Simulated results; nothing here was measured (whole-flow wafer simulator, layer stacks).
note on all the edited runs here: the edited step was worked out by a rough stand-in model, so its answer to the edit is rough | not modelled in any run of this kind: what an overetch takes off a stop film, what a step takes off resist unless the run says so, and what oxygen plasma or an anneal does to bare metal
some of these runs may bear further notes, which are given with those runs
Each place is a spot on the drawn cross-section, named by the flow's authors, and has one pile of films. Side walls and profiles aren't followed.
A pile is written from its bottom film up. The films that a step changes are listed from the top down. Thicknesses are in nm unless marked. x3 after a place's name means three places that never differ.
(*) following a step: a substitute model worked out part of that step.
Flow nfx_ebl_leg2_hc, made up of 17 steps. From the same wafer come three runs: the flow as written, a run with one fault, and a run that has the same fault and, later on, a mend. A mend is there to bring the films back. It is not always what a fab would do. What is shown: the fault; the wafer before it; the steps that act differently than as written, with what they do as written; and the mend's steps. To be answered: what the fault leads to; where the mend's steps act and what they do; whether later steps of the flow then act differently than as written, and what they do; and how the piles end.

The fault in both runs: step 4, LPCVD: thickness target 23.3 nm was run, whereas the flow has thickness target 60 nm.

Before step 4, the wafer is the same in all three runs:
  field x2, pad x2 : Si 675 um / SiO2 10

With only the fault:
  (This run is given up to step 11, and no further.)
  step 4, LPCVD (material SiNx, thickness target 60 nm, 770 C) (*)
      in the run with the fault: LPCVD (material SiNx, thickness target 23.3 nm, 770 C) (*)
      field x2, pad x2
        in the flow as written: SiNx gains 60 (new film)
        in the run with the fault: SiNx gains 23.3 (new film)
  None of the later steps of the flow up to step 11 acts differently than as written at any place that is followed.
  The piles after step 11 differ from the flow's at field x2, pad x2 by more than 2% or 0.5 nm, whichever is larger.
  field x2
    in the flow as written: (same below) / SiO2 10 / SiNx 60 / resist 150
    in the run with the fault: (same below) / SiO2 10 / SiNx 23.3 / resist 150
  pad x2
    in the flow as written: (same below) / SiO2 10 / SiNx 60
    in the run with the fault: (same below) / SiO2 10 / SiNx 23.3

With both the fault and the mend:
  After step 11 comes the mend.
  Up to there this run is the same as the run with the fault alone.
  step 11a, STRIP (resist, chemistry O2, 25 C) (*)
      field x2
        resist loses 150 (all of it)
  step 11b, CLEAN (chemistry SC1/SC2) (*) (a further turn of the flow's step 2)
      alters no film at any place that is followed
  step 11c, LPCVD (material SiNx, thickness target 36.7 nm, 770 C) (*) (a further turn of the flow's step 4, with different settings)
      field x2, pad x2
        SiNx gains 36.7
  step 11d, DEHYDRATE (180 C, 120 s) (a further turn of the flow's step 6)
      alters no film at any place that is followed
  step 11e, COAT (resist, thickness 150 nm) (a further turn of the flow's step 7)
      field x2, pad x2
        resist gains 150 (new film)
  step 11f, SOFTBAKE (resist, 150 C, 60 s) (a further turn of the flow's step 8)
      alters no film at any place that is followed
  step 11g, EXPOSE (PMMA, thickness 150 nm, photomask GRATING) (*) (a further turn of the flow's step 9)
      alters no film at any place that is followed
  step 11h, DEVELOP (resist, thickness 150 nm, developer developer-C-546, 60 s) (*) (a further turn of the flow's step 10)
      pad x2
        resist loses 150 (all of it)
  None of the later steps of the flow acts differently than as written at any place that is followed.
  At every place that both follow, the piles at the end match the flow's.
